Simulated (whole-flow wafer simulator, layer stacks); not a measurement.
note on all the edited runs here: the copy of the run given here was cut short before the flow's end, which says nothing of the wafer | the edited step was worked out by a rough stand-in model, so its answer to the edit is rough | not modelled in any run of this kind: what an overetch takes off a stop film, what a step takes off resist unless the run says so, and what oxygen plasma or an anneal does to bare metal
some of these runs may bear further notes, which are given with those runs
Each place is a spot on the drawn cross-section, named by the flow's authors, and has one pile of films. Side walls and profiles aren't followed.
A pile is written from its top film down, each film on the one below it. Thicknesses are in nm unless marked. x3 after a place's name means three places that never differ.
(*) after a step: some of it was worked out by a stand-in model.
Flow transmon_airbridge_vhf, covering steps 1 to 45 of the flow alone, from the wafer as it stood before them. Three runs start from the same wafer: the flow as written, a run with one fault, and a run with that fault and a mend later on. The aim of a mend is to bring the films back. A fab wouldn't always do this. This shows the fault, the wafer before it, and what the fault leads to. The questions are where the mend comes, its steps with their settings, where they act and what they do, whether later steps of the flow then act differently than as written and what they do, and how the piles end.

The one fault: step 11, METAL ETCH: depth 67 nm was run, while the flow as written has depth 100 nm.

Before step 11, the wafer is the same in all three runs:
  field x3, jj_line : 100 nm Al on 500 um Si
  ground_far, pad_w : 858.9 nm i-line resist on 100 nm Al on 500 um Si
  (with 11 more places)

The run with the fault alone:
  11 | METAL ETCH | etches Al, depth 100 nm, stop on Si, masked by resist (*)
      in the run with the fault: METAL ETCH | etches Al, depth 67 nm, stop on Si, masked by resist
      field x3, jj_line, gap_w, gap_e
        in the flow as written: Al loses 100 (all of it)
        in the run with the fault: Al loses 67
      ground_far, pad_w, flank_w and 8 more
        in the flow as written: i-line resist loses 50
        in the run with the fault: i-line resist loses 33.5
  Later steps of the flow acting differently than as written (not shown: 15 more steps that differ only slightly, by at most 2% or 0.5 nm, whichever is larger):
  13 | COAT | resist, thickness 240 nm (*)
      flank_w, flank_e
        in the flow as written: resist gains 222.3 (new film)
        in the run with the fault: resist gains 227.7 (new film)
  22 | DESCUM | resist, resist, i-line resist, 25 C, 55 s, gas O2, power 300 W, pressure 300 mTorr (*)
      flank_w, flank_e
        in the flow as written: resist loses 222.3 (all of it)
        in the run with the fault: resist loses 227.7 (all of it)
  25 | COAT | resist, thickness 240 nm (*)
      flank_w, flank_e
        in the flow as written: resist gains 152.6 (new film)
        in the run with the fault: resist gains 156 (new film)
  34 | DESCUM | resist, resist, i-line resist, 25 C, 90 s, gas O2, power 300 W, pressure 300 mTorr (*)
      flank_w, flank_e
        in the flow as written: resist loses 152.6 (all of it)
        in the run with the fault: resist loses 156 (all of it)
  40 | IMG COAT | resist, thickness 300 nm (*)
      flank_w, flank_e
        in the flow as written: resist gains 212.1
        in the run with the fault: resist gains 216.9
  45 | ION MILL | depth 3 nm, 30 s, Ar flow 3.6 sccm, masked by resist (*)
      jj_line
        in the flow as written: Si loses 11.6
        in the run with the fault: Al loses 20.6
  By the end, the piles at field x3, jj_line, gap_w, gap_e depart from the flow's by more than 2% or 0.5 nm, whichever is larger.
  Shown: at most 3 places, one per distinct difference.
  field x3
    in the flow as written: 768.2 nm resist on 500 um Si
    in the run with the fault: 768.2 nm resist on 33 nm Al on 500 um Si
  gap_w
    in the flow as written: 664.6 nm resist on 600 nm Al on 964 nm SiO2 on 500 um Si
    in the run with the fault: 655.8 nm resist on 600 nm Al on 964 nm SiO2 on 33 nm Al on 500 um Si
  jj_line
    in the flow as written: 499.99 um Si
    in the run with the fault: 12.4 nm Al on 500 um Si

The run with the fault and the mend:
  The mend stands after step 11.
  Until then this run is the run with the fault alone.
  11a | METAL ETCH | etches Al, depth 33 nm, stop on Si, masked by resist (*) (the flow's step 11, run once more with other settings)
      ground_far, pad_w, flank_w and 8 more
        i-line resist loses 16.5
      field x3, jj_line, gap_w, gap_e
        Al loses 33 (all of it)
  None of the later steps of the flow acts differently than as written at any place that is followed.
  The piles end the same as the flow's at every place that both follow.
